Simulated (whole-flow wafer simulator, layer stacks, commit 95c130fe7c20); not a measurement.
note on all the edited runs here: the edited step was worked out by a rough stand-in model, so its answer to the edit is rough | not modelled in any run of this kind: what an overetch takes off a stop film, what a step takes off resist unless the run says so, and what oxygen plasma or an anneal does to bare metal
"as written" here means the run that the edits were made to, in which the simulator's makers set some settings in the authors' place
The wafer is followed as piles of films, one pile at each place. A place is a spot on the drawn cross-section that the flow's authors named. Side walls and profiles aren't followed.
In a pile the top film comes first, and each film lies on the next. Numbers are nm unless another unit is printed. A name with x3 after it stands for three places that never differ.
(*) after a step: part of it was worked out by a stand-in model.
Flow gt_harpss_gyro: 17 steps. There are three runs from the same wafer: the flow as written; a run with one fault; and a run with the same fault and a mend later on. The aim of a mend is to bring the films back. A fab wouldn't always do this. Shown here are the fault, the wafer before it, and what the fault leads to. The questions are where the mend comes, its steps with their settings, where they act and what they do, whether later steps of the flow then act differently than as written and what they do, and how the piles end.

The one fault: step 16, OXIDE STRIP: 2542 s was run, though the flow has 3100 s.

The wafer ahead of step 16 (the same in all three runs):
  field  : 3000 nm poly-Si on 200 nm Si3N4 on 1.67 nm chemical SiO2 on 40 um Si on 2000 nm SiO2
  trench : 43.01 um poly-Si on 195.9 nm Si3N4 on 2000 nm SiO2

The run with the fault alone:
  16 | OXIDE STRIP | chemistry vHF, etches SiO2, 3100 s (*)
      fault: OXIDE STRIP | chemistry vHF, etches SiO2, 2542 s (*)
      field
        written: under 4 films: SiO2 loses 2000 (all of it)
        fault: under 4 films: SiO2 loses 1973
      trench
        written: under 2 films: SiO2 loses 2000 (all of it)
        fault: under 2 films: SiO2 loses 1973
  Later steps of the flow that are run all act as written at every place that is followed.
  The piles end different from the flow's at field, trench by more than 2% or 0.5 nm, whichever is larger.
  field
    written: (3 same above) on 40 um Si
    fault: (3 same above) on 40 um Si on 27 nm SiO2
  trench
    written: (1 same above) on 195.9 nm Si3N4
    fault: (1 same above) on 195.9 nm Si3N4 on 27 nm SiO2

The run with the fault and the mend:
  The mend stands after step 17.
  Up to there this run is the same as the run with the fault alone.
  17a | OXIDE STRIP | chemistry vHF, etches SiO2, 558 s (*) (the flow's step 16 again, with other settings)
      field
        under 4 films: SiO2 loses 27 (all of it)
      trench
        under 2 films: SiO2 loses 27 (all of it)
  Later steps of the flow that are run all act as written at every place that is followed.
  The piles end the same as the flow's at every place that both follow.
